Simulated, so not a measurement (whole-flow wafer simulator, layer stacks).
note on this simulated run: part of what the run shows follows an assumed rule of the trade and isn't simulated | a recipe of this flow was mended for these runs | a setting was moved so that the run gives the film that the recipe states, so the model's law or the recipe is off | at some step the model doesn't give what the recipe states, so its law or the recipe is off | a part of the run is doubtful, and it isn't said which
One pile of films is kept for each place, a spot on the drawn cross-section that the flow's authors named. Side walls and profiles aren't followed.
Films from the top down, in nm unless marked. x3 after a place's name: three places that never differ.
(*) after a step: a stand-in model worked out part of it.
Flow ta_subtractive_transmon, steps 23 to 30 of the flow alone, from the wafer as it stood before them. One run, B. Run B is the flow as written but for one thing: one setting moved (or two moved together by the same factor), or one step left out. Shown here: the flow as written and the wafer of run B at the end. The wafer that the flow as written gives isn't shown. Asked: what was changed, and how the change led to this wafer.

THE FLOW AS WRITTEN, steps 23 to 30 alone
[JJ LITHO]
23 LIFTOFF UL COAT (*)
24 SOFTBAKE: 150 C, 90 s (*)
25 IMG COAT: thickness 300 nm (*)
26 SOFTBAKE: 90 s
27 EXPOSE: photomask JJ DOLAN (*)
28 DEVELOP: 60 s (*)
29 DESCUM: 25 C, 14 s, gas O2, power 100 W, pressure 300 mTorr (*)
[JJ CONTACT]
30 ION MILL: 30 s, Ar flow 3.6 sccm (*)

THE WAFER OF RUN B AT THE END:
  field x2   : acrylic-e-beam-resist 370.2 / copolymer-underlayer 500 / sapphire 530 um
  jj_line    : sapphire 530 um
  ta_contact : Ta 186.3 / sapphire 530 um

The cause: step 25, IMG COAT: thickness 408 nm was run, where the flow has thickness 300 nm; step 30, ION MILL: 40.8 s was run, where the flow has 30 s.

How the change led to this, step by step:
  25 IMG COAT: thickness 300 nm (*)
      field x2, jj_line: acrylic-e-beam-resist +408 (new film) (as written it would be: acrylic-e-beam-resist +300 (new film))
      lead: acrylic-e-beam-resist +423.9 (new film) (as written it would be: acrylic-e-beam-resist +312.5 (new film))
      (and at 2 more places)
  28 DEVELOP: 60 s (*)
      jj_line: acrylic-e-beam-resist -408 (all of it), copolymer-underlayer -500 (all of it) (as written it would be: acrylic-e-beam-resist -300 (all of it), copolymer-underlayer -500 (all of it))
      lead: acrylic-e-beam-resist -423.9 (all of it), copolymer-underlayer -554.7 (all of it) (as written it would be: acrylic-e-beam-resist -312.5 (all of it), copolymer-underlayer -554.7 (all of it))
      (and at 1 more place)
  30 ION MILL: 30 s, Ar flow 3.6 sccm (*)
      field x2, ta_pad: acrylic-e-beam-resist -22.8 (as written it would be: acrylic-e-beam-resist -16.8)
      jj_line, lead: sapphire -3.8 (as written it would be: sapphire -2.8)
      (and at 1 more place)
